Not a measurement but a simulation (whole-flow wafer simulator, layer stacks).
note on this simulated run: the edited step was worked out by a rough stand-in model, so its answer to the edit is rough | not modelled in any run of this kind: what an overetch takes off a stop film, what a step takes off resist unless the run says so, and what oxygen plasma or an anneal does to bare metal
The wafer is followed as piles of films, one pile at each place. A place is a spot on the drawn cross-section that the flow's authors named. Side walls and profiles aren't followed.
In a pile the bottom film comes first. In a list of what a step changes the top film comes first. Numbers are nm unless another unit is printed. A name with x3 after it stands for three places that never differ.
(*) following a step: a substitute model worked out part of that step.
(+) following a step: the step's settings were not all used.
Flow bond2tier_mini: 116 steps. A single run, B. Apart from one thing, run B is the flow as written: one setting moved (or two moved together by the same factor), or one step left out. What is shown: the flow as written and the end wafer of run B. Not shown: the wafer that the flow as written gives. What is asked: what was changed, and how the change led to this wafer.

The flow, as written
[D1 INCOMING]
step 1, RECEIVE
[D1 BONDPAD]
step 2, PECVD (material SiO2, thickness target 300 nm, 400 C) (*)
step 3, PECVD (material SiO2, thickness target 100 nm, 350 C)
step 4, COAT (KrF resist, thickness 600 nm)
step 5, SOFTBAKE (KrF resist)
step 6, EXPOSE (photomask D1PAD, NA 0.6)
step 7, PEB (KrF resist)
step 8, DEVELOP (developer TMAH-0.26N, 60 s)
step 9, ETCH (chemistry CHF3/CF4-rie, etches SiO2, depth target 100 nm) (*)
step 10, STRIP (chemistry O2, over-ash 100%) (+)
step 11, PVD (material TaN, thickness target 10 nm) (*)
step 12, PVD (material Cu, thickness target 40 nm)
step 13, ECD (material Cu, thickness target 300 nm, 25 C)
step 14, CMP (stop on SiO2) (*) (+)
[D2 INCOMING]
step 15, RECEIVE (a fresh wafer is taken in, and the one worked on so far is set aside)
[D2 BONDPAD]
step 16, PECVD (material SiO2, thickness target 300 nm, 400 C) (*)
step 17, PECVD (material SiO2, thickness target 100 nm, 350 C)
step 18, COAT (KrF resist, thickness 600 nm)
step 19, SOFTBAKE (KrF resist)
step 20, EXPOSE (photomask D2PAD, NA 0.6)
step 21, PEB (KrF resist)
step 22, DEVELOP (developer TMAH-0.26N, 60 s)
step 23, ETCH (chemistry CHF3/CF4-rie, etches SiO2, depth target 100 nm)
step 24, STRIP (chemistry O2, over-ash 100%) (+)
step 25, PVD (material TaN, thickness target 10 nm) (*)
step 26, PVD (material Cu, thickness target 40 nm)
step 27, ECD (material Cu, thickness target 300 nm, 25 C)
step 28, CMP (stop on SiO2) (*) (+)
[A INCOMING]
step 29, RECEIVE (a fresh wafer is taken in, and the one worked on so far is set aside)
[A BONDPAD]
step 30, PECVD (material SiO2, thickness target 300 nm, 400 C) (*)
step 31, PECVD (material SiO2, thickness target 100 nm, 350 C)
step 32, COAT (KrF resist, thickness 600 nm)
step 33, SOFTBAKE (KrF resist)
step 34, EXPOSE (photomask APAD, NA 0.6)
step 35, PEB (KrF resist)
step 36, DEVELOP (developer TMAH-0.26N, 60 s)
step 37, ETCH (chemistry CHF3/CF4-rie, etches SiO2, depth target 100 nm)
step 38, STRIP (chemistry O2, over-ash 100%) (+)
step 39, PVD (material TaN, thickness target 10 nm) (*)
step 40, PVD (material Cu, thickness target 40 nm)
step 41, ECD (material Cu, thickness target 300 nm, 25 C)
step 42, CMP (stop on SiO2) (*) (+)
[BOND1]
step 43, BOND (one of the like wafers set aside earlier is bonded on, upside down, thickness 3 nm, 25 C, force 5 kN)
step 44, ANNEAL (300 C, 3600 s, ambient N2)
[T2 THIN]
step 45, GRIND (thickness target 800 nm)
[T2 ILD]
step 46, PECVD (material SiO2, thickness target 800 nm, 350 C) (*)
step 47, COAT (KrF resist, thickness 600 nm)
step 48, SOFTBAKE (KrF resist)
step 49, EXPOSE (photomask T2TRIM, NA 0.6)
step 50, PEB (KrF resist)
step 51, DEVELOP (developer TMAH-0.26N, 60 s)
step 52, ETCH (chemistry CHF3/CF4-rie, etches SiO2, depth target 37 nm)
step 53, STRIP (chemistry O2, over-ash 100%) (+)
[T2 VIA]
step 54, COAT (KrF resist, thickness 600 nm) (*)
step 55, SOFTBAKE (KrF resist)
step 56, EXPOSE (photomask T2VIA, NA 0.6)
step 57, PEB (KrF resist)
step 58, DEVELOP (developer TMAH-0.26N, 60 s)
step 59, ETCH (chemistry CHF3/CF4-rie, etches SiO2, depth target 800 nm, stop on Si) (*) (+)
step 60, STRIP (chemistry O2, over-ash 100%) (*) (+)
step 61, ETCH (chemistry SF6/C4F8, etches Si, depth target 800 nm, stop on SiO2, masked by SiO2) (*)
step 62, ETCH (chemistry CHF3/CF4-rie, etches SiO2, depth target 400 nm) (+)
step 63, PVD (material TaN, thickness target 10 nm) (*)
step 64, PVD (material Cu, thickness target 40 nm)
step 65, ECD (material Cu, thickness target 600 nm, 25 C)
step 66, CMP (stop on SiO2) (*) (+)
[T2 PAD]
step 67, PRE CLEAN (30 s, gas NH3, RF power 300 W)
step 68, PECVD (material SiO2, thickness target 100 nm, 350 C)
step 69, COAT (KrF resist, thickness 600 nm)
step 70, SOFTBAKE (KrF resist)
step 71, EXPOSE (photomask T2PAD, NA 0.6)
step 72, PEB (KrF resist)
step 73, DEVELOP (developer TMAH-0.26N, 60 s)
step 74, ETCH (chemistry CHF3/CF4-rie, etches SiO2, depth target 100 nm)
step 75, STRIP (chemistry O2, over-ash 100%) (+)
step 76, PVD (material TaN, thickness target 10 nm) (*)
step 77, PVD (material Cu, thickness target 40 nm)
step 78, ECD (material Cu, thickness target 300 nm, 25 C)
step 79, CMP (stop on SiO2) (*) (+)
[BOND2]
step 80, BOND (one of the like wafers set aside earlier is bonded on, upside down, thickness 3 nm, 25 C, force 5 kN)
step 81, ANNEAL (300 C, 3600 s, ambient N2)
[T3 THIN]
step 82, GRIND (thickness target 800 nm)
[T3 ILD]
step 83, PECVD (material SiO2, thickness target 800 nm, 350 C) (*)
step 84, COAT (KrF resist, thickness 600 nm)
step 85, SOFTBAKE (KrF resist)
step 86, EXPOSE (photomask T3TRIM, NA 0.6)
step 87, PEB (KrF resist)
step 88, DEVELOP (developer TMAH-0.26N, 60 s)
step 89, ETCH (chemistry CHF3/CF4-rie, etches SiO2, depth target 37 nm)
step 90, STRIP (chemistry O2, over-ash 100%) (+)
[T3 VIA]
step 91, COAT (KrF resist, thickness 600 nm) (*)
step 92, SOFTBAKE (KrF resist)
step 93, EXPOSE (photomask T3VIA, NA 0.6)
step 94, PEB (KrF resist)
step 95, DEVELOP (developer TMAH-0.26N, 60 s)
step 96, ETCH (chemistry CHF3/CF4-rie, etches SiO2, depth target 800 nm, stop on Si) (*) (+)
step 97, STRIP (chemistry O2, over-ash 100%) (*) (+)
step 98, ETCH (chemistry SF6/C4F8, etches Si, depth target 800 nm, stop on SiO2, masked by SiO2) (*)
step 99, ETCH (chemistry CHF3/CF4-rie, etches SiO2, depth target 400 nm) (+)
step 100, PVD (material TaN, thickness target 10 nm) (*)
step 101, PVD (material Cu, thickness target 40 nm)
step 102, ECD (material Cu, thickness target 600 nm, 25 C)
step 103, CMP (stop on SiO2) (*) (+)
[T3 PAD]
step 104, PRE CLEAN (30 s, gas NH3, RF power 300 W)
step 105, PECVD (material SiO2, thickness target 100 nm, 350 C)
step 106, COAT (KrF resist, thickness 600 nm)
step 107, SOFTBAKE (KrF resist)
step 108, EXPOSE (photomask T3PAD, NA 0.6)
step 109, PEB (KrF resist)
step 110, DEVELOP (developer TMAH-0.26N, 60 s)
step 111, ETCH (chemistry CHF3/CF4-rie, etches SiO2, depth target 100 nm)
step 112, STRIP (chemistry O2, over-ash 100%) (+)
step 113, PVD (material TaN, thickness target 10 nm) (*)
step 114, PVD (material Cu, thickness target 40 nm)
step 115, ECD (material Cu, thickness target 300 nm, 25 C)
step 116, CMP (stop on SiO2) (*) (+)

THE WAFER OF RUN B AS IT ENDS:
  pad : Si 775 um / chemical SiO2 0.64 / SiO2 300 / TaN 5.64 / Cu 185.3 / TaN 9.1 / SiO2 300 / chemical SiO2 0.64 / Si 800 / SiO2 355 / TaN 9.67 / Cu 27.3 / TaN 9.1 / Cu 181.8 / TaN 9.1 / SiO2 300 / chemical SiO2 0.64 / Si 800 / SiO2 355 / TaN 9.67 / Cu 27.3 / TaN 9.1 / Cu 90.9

What caused this: step 39, PVD: thickness target 6.2 nm was run, while the flow as written has thickness target 10 nm.

The path from the change to this, step by step:
  step 39, PVD (material TaN, thickness target 10 nm) (*)
      field: TaN gains 6.2 (new film) (it would be, as written: TaN gains 10 (new film))
      pad: TaN gains 5.64 (new film) (it would be, as written: TaN gains 9.1 (new film))
      (as well as at 1 more place)
  step 42, CMP (stop on SiO2) (*) (+)
      field: Cu loses 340 (all of it), TaN loses 6.2 (all of it) (it would be, as written: Cu loses 340 (all of it), TaN loses 10 (all of it))
